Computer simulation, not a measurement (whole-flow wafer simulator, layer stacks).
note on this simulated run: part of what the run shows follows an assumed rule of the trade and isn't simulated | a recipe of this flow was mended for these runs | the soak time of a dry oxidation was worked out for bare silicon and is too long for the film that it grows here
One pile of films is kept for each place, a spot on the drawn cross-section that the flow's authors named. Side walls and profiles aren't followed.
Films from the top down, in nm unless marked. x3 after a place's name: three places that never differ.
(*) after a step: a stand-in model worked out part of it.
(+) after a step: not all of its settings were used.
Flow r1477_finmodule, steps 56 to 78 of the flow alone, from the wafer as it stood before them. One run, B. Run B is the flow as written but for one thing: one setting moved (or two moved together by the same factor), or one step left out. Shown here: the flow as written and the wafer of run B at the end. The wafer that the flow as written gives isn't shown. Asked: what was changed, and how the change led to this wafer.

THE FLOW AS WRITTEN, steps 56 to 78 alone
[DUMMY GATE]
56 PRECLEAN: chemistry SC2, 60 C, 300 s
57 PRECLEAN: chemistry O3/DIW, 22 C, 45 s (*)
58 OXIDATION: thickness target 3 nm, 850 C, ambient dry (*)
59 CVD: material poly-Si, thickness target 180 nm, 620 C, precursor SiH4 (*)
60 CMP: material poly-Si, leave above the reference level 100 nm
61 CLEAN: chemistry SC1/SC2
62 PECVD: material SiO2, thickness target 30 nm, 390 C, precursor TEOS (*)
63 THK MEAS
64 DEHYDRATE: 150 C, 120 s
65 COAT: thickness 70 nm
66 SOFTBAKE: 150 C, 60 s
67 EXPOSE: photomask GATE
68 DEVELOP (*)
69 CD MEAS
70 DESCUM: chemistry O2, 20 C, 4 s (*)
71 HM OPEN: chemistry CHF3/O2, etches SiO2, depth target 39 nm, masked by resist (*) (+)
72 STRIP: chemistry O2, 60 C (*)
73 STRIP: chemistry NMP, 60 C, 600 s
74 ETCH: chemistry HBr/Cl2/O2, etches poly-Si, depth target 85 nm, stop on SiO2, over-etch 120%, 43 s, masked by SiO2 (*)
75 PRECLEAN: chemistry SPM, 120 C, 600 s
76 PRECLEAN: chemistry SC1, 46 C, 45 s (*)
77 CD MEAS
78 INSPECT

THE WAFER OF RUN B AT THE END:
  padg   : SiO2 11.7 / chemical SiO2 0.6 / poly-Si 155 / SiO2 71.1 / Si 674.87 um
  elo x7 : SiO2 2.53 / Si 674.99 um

The cause: step 62, PECVD: thickness target 19.2 nm was run, where the flow has thickness target 30 nm.

How the change led to this, step by step:
  62 PECVD: material SiO2, thickness target 30 nm, 390 C, precursor TEOS (*)
      pad, padg, elg x7 and 27 more: SiO2 +19.2 (new film) (as written it would be: SiO2 +30 (new film))
  71 HM OPEN: chemistry CHF3/O2, etches SiO2, depth target 39 nm, masked by resist (*) (+)
      pad, elo x7, eso x6, e200so, s40co x3: SiO2 -19.2 (all of it), chemical SiO2 -0.6 (all of it), poly-Si -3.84 (as written it would be: SiO2 -30 (all of it), chemical SiO2 -0.6 (all of it), poly-Si -1.68)
  74 ETCH: chemistry HBr/Cl2/O2, etches poly-Si, depth target 85 nm, stop on SiO2, over-etch 120%, 43 s, masked by SiO2 (*)
      elo x7: chemical SiO2 -1.12 (all of it), poly-Si -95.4 (all of it), SiO2 -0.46 (as written it would be: chemical SiO2 -1.12 (all of it), poly-Si -97.6 (all of it), SiO2 -0.45)
